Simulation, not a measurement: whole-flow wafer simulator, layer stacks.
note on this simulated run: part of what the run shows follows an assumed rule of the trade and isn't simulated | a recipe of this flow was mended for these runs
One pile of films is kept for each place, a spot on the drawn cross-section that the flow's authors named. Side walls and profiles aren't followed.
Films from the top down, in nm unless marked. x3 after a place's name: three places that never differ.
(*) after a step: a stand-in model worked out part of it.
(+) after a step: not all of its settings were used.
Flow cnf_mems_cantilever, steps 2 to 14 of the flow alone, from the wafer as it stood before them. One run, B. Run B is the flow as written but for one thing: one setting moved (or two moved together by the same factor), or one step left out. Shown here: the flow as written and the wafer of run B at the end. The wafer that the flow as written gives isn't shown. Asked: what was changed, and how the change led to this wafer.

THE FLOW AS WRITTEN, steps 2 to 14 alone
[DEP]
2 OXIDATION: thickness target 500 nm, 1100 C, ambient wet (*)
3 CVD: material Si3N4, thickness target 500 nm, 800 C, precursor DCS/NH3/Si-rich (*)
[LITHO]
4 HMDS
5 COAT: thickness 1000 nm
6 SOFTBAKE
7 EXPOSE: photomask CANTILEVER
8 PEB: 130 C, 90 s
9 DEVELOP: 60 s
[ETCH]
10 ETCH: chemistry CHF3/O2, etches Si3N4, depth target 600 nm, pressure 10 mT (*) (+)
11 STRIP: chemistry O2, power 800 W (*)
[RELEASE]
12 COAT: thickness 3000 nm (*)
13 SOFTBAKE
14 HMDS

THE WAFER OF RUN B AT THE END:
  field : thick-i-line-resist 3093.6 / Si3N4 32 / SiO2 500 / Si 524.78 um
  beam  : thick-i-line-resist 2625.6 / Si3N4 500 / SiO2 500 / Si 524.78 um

The cause: step 10, ETCH: depth target 468 nm was run, where the flow has depth target 600 nm.

How the change led to this, step by step:
  10 ETCH: chemistry CHF3/O2, etches Si3N4, depth target 600 nm, pressure 10 mT (*) (+)
      field: Si3N4 -468 (as written it would be: Si3N4 -500 (all of it), SiO2 -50)
      beam: KrF-resist -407 (as written it would be: KrF-resist -521.7)
  11 STRIP: chemistry O2, power 800 W (*)
      beam: KrF-resist -575.7 (all of it) (as written it would be: KrF-resist -460.9 (all of it))
  12 COAT: thickness 3000 nm (*)
      beam: thick-i-line-resist +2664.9 (new film) (as written it would be: thick-i-line-resist +2607.6 (new film))
  13 SOFTBAKE
      field: thick-i-line-resist +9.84 (as written it would be: thick-i-line-resist +11.9)
      beam: thick-i-line-resist -39.3 (as written it would be: thick-i-line-resist -47.6)
